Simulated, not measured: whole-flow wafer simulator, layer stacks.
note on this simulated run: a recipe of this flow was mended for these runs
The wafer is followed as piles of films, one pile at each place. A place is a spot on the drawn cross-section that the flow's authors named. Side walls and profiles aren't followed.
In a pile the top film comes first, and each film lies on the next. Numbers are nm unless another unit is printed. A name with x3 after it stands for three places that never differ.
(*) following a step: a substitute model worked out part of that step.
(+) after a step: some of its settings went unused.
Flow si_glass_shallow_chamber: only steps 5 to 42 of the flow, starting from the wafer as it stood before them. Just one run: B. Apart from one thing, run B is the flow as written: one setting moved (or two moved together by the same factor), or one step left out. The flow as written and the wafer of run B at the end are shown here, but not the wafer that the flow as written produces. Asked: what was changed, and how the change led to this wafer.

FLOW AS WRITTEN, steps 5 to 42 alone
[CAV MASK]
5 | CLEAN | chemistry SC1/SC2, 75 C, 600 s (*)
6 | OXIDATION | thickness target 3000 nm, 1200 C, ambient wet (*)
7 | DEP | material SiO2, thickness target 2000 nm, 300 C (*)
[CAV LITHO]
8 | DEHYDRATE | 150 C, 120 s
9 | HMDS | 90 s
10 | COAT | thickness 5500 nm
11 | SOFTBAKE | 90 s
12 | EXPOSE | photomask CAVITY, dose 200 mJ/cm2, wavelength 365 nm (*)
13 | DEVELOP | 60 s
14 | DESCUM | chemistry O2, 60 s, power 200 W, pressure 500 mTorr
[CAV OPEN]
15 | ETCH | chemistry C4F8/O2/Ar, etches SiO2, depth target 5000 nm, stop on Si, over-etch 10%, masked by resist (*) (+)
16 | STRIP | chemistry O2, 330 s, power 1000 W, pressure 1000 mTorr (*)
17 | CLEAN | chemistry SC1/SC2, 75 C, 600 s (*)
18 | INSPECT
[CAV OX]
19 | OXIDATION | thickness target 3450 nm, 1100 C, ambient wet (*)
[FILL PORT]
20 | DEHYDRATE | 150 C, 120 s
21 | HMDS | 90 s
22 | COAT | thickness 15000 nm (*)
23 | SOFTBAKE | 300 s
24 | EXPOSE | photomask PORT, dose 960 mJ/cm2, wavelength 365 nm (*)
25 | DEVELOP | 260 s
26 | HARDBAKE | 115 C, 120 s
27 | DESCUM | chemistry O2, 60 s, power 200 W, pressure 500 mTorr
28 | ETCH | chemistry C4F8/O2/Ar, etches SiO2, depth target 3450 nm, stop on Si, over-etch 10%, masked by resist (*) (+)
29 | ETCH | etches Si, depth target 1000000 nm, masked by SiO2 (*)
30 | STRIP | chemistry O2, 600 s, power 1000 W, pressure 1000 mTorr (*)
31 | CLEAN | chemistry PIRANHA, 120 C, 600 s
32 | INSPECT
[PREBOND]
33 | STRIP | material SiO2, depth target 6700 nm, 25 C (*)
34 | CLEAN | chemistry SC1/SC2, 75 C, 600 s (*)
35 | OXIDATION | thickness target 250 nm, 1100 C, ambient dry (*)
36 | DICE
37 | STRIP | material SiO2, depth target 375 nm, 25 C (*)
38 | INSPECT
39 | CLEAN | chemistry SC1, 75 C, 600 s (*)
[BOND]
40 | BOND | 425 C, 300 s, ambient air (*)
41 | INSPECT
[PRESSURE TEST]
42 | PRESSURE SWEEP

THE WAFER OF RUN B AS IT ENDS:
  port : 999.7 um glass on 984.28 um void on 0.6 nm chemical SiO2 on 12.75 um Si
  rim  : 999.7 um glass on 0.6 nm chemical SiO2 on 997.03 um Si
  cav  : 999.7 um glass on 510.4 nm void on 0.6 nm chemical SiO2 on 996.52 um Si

What caused this: step 6, OXIDATION: thickness target 5700 nm was run, while the flow as written has thickness target 3000 nm.

How this came from the change, step by step:
  6 | OXIDATION | thickness target 3000 nm, 1200 C, ambient wet (*)
      rim, ramp, cav, port, septum, ring: +5700 SiO2 (new film), -0.6 chemical SiO2 (all of it), -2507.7 Si (it would be, as written: +3000 SiO2 (new film), -0.6 chemical SiO2 (all of it), -1319.7 Si)
  15 | ETCH | chemistry C4F8/O2/Ar, etches SiO2, depth target 5000 nm, stop on Si, over-etch 10%, masked by resist (*) (+)
      cav, port: -5500 SiO2 (it would be, as written: -5000 SiO2 (all of it), -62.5 Si)
  16 | STRIP | chemistry O2, 330 s, power 1000 W, pressure 1000 mTorr (*)
      cav, port: nothing (it would be, as written: +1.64 chemical SiO2 (new film), -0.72 Si)
  17 | CLEAN | chemistry SC1/SC2, 75 C, 600 s (*)
      cav, port: -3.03 SiO2 (it would be, as written: -1.04 chemical SiO2, -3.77 Si)
  19 | OXIDATION | thickness target 3450 nm, 1100 C, ambient wet (*)
      cav, port: +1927 SiO2, -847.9 Si (it would be, as written: +3450 SiO2 (new film), -0.6 chemical SiO2 (all of it), -1517.7 Si)
      rim, ramp, septum, ring: +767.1 SiO2, -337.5 Si (it would be, as written: +1110.9 SiO2, -488.8 Si)
  22 | COAT | thickness 15000 nm (*)
      rim: +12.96 um thick-i-line-resist (new film) (it would be, as written: +13.4 um thick-i-line-resist (new film))
      ramp: +12.3 um thick-i-line-resist (new film) (it would be, as written: +12.89 um thick-i-line-resist (new film))
      (also at 4 further places)
  23 | SOFTBAKE | 300 s
      rim: -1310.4 thick-i-line-resist (it would be, as written: -997 thick-i-line-resist)
      ramp: -656.7 thick-i-line-resist (it would be, as written: -487.1 thick-i-line-resist)
      (also at 4 further places)
  25 | DEVELOP | 260 s
      port: -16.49 um thick-i-line-resist (all of it) (it would be, as written: -16.16 um thick-i-line-resist (all of it))
  26 | HARDBAKE | 115 C, 120 s
      rim, ramp: -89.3 thick-i-line-resist (it would be, as written: -98.2 thick-i-line-resist)
      cav: -151.8 thick-i-line-resist (it would be, as written: -147.1 thick-i-line-resist)
  28 | ETCH | chemistry C4F8/O2/Ar, etches SiO2, depth target 3450 nm, stop on Si, over-etch 10%, masked by resist (*) (+)
      port: -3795 SiO2 (it would be, as written: -3450 SiO2 (all of it), -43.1 Si)
  29 | ETCH | etches Si, depth target 1000000 nm, masked by SiO2 (*)
      port: -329 SiO2 (all of it), -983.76 um Si (it would be, as written: +997.05 um hole (new film), -997.05 um Si (all of it))
      rim, ramp: -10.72 um thick-i-line-resist (all of it), -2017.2 SiO2 (it would be, as written: -11.47 um thick-i-line-resist (all of it), -1617.3 SiO2)
      (also at 2 further places)
  30 | STRIP | chemistry O2, 600 s, power 1000 W, pressure 1000 mTorr (*)
      port: +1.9 chemical SiO2 (new film), -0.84 Si (it would be, as written: nothing)
      cav: -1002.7 thick-i-line-resist (all of it) (it would be, as written: -669.6 thick-i-line-resist (all of it))
  33 | STRIP | material SiO2, depth target 6700 nm, 25 C (*)
      port: -1.9 chemical SiO2 (all of it) (it would be, as written: nothing)
      rim, ramp: -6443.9 SiO2 (all of it) (it would be, as written: -4487.5 SiO2 (all of it))
      (also at 3 further places)
  34 | CLEAN | chemistry SC1/SC2, 75 C, 600 s (*)
      port: +0.6 chemical SiO2 (new film), -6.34 Si (it would be, as written: nothing)
  35 | OXIDATION | thickness target 250 nm, 1100 C, ambient dry (*)
      port: +250 SiO2 (new film), -0.6 chemical SiO2 (all of it), -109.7 Si (it would be, as written: nothing)
  37 | STRIP | material SiO2, depth target 375 nm, 25 C (*)
      port: -250 SiO2 (all of it) (it would be, as written: nothing)
  ... 1 other step ...
  40 | BOND | 425 C, 300 s, ambient air (*)
      port: +999.7 um glass (new film), +984.28 um void (new film) (it would be, as written: +999.7 um glass (new film), +1017.3 hole)
      cav: +999.7 um glass (new film), +510.4 void (new film) (it would be, as written: +999.7 um glass (new film), +1095.9 void (new film))
